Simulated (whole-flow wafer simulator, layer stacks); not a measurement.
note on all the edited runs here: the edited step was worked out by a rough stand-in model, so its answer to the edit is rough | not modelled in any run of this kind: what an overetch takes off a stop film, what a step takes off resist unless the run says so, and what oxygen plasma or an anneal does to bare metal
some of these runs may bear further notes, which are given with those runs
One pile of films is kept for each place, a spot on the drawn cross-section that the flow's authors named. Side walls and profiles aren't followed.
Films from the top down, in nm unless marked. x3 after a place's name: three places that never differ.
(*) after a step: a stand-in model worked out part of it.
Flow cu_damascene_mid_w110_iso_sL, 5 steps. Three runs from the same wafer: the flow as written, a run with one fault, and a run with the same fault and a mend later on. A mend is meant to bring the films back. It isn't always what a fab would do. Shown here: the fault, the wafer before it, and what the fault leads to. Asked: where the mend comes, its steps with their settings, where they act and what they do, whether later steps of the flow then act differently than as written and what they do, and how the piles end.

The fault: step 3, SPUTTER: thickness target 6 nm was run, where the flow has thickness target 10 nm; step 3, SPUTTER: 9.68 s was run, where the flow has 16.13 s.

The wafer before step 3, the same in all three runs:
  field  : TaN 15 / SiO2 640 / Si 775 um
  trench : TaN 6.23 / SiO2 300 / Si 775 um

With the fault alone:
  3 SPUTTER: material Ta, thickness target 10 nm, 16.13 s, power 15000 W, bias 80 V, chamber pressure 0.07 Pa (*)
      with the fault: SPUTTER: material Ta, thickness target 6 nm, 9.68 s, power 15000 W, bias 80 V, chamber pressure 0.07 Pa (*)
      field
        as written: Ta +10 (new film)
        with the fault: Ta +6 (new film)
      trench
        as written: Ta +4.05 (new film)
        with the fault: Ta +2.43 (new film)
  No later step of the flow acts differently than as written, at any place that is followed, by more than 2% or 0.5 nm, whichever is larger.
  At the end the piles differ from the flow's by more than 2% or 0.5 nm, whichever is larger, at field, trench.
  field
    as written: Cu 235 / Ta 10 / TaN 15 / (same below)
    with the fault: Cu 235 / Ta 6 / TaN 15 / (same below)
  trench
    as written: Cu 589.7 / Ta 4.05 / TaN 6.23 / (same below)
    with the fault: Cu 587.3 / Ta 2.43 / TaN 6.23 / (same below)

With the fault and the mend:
  The mend comes after step 3.
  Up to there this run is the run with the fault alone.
  3a SPUTTER: material Ta, thickness target 4 nm, 6.452 s, power 15000 W, bias 80 V, chamber pressure 0.07 Pa (*) (the flow's step 3 once more, with other settings)
      field
        Ta +4
      trench
        Ta +1.58
  No later step of the flow acts differently than as written at any place that is followed.
  At the end the piles differ from the flow's only slightly at the places that both follow, by at most 2% or 0.5 nm, whichever is larger.
